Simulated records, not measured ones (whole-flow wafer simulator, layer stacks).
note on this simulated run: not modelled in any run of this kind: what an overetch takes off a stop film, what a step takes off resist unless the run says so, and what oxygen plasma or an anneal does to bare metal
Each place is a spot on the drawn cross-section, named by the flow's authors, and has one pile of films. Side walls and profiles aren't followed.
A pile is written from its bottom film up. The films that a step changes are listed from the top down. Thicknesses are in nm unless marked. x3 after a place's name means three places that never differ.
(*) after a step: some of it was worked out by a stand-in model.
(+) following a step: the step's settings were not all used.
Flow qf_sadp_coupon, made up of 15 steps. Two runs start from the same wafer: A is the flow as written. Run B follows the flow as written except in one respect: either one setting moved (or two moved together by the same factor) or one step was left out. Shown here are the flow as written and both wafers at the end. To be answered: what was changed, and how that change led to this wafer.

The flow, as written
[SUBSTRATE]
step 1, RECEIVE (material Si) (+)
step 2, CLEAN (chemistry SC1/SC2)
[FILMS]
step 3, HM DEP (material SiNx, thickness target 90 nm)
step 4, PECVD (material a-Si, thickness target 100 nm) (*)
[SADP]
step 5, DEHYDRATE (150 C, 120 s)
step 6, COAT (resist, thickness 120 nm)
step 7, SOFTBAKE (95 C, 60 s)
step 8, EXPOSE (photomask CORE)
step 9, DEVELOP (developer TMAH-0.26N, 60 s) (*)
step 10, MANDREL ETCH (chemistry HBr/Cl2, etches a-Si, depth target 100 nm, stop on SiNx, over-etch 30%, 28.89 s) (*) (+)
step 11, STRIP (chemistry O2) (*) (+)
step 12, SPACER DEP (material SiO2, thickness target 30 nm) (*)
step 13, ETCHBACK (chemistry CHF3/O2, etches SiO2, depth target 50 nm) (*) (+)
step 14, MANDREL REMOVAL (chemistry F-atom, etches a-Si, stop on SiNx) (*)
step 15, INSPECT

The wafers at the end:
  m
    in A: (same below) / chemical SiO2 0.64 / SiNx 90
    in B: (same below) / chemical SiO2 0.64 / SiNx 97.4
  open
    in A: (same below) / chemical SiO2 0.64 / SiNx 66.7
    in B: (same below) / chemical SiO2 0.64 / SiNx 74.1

What caused this: step 3, HM DEP: thickness target 97.4 nm was run, whereas the flow has thickness target 90 nm.
The wafer lets one read it off: m has SiNx 97.4, and step 3 as written asks for 90 nm.

The path from the change to this, step by step:
  step 3, HM DEP (material SiNx, thickness target 90 nm)
      m, open: A +90 SiNx (new film) | B +97.4 SiNx (new film)
